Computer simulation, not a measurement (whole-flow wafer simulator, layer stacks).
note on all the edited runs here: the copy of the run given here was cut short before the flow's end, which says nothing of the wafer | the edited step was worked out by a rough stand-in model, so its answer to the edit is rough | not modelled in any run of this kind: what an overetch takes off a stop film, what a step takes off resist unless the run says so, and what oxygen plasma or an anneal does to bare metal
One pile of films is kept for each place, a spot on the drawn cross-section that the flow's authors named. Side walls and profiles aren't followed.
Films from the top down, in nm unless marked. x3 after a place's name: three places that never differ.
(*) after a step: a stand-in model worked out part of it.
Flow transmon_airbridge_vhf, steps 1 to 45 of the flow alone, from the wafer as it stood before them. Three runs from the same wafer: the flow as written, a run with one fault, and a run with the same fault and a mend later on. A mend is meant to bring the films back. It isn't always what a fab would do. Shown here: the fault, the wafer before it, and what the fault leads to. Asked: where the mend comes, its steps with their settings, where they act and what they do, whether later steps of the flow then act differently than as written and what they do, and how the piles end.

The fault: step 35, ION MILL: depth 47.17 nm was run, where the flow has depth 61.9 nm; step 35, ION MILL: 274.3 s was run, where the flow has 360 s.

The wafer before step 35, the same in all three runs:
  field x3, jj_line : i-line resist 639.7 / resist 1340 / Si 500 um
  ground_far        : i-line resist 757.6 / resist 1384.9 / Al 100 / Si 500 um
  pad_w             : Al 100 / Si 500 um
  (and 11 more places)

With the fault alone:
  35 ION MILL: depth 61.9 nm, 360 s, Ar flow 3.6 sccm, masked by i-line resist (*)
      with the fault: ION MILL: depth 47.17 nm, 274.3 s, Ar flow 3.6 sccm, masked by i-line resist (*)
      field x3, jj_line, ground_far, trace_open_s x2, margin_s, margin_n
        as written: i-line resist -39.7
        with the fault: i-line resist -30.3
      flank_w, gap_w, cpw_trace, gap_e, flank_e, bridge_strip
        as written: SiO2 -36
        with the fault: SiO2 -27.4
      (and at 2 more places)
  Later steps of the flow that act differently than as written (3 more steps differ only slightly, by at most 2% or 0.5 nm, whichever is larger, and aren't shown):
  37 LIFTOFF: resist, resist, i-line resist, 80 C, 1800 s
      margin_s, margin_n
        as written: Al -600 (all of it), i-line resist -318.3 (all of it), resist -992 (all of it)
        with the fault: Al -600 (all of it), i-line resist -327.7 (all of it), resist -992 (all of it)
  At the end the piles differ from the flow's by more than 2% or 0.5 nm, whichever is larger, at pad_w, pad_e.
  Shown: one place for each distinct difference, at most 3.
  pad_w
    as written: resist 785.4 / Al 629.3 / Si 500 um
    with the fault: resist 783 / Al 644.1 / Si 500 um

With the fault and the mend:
  The mend comes after step 35.
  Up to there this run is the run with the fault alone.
  35a ION MILL: depth 14.73 nm, 85.68 s, Ar flow 3.6 sccm, masked by i-line resist (*) (the flow's step 35 once more, with other settings)
      field x3, jj_line, ground_far, trace_open_s x2, margin_s, margin_n
        i-line resist -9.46
      flank_w, gap_w, cpw_trace, gap_e, flank_e, bridge_strip
        SiO2 -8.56
      pad_w, pad_e
        Al -14.7
  No later step of the flow acts differently than as written at any place that is followed.
  At the end the piles are the same as the flow's at every place that both follow.
